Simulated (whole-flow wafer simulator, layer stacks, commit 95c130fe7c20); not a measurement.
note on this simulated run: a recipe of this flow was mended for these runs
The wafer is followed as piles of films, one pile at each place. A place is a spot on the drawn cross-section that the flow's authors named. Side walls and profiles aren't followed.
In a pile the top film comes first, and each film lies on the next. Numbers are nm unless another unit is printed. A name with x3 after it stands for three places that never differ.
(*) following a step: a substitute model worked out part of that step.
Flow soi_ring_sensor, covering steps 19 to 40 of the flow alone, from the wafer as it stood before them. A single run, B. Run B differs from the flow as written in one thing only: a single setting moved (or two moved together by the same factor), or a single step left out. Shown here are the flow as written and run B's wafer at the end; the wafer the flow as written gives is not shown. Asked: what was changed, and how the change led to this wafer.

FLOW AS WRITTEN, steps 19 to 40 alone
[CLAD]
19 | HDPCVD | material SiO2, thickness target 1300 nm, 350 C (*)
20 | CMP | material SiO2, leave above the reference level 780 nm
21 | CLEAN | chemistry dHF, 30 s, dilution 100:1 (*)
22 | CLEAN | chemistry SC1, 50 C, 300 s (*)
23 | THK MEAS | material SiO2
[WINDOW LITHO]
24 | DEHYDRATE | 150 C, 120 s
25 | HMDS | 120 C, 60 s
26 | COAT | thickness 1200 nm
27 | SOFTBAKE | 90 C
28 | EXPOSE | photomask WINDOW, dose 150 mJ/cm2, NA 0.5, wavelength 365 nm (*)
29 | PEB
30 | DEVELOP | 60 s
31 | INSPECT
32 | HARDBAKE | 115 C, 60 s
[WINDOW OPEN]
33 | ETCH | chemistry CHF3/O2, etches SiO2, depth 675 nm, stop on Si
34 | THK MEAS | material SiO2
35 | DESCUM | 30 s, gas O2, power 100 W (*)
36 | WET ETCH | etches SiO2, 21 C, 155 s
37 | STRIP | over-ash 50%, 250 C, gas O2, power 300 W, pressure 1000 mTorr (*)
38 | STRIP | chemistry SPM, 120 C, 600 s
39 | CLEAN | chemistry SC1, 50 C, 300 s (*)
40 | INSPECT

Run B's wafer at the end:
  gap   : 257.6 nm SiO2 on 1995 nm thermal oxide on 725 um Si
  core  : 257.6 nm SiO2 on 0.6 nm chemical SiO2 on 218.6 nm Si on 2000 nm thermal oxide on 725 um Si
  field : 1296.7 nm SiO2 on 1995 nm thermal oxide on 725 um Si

Cause: step 20, CMP: material SiO2, leave above the reference level 780 nm, was not run.

Step by step, how the change led to this:
  26 | COAT | thickness 1200 nm
      core, core_clad: +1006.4 i-line-resist (new film) (in the flow as written it would be: +1200 i-line-resist (new film))
      gap, gap_clad: +1233 i-line-resist (new film) (in the flow as written it would be: +1200 i-line-resist (new film))
  27 | SOFTBAKE | 90 C
      core, core_clad: -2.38 i-line-resist (in the flow as written it would be: nothing)
      gap, gap_clad: -2.93 i-line-resist (in the flow as written it would be: nothing)
      (also at 1 further place)
  29 | PEB
      core, core_clad: -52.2 i-line-resist (in the flow as written it would be: -62.8 i-line-resist)
      gap, gap_clad: -64.4 i-line-resist (in the flow as written it would be: -62.8 i-line-resist)
  30 | DEVELOP | 60 s
      core: -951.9 i-line-resist (all of it) (in the flow as written it would be: -1137.2 i-line-resist (all of it))
      gap: -1165.6 i-line-resist (all of it) (in the flow as written it would be: -1137.2 i-line-resist (all of it))
  32 | HARDBAKE | 115 C, 60 s
      core_clad: -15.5 i-line-resist (in the flow as written it would be: -18.9 i-line-resist)
  36 | WET ETCH | etches SiO2, 21 C, 155 s
      gap, window: -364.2 SiO2 (in the flow as written it would be: -326.6 SiO2 (all of it), -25 thermal oxide)
      core: -364.2 SiO2 (in the flow as written it would be: -102.4 SiO2 (all of it), -0.6 chemical SiO2 (all of it), -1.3 Si)
  37 | STRIP | over-ash 50%, 250 C, gas O2, power 300 W, pressure 1000 mTorr (*)
      core: nothing (in the flow as written it would be: +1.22 chemical SiO2 (new film), -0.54 Si)
      core_clad: -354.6 i-line-resist (all of it) (in the flow as written it would be: -536.4 i-line-resist (all of it))
      (also at 1 further place)
  39 | CLEAN | chemistry SC1, 50 C, 300 s (*)
      gap, window: -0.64 SiO2 (in the flow as written it would be: -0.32 thermal oxide)
      core: -0.64 SiO2 (in the flow as written it would be: -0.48 chemical SiO2)
